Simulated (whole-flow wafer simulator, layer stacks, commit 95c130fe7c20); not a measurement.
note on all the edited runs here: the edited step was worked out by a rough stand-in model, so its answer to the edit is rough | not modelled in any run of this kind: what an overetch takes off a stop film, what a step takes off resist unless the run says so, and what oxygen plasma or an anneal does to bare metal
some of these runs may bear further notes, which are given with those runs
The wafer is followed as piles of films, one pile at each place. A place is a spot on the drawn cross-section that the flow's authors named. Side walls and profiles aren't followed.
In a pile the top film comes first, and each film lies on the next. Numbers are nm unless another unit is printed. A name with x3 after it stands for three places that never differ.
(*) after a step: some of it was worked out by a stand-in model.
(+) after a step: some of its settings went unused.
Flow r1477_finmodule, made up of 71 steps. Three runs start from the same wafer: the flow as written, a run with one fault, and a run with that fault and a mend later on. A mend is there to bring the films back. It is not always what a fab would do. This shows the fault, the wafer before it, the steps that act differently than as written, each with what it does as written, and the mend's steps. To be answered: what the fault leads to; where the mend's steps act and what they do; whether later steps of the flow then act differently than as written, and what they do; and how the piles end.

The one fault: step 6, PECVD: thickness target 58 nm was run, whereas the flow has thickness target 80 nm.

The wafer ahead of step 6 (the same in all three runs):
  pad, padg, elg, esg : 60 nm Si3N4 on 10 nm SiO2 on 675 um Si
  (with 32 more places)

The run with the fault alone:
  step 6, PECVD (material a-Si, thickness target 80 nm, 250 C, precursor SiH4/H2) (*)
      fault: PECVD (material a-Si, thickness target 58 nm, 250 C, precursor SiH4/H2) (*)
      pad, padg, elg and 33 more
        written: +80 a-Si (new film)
        fault: +58 a-Si (new film)
  Later steps of the flow acting differently than as written (3 more steps, not shown, differ only slightly: by at most 2% or 0.5 nm, whichever is larger):
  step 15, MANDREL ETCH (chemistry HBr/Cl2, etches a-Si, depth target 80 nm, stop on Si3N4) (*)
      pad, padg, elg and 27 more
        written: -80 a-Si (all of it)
        fault: -58 a-Si (all of it)
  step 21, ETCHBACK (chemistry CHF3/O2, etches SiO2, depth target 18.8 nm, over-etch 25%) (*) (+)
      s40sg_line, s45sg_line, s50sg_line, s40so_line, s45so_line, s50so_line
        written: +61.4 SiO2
        fault: +39.4 SiO2
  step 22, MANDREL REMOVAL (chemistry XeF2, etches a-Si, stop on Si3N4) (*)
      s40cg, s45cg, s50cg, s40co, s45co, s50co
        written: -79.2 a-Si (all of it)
        fault: -57.2 a-Si (all of it)
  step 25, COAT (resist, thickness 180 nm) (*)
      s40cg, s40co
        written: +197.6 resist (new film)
        fault: +192.1 resist (new film)
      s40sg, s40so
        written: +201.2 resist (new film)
        fault: +195.7 resist (new film)
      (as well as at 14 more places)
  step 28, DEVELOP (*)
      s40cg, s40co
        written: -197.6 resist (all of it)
        fault: -192.1 resist (all of it)
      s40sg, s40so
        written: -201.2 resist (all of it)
        fault: -195.7 resist (all of it)
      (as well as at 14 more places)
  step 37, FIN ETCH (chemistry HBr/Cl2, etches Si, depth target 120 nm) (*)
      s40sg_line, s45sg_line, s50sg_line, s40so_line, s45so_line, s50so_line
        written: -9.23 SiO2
        fault: -1.4 SiO2 (all of it), -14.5 Si3N4
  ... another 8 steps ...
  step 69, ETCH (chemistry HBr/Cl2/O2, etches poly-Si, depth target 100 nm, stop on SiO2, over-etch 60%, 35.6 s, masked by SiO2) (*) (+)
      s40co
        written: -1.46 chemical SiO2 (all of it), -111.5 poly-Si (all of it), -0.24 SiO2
        fault: -1.51 chemical SiO2 (all of it), -128 poly-Si (all of it), -0.16 SiO2
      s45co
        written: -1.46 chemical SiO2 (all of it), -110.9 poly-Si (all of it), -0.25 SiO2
        fault: -1.51 chemical SiO2 (all of it), -128 poly-Si (all of it), -0.16 SiO2
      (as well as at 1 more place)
  At pad, padg, elg and 27 more, the piles at the end differ from the flow's by more than 2% or 0.5 nm, whichever is larger.
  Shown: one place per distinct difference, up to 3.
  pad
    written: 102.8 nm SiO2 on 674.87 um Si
    fault: 88.3 nm SiO2 on 674.87 um Si
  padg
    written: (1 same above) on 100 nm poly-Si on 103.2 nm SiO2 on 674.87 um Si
    fault: (1 same above) on 100 nm poly-Si on 88.7 nm SiO2 on 674.87 um Si
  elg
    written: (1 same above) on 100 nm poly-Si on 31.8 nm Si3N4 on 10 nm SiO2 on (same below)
    fault: (1 same above) on 100 nm poly-Si on 30.6 nm Si3N4 on 10 nm SiO2 on (same below)

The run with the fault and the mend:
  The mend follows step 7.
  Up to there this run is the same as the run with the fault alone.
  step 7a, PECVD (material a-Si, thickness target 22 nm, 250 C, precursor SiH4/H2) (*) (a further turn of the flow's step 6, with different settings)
      pad, padg, elg and 33 more
        +22 a-Si
  Later steps of the flow that are run all act as written at every place that is followed.
  The piles end the same as the flow's at every place that both follow.
